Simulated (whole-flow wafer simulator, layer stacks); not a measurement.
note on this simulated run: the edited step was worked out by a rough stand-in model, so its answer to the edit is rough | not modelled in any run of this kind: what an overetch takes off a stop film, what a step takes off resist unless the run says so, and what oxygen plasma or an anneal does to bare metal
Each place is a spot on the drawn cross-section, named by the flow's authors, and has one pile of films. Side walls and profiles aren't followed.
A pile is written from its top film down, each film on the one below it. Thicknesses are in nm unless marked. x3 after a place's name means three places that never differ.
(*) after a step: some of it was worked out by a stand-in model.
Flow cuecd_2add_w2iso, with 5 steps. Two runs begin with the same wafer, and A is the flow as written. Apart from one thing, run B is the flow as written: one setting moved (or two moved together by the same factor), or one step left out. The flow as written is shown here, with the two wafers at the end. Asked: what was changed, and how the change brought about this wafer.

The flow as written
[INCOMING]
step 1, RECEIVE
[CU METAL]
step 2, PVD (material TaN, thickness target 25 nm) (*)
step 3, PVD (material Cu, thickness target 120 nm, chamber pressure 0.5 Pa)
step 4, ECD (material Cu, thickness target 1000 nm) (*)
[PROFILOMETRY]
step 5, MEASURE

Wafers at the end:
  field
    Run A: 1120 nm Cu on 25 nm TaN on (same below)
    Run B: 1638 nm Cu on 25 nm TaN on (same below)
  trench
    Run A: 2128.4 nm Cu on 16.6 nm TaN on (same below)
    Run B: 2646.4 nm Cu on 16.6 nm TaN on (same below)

What caused this: step 4, ECD: thickness target 1518 nm was run, whereas the flow has thickness target 1000 nm.

The path from the change to this, step by step:
  step 4, ECD (material Cu, thickness target 1000 nm) (*)
      field: A +1000 Cu | B +1518 Cu
      trench: A +2047.6 Cu | B +2565.6 Cu
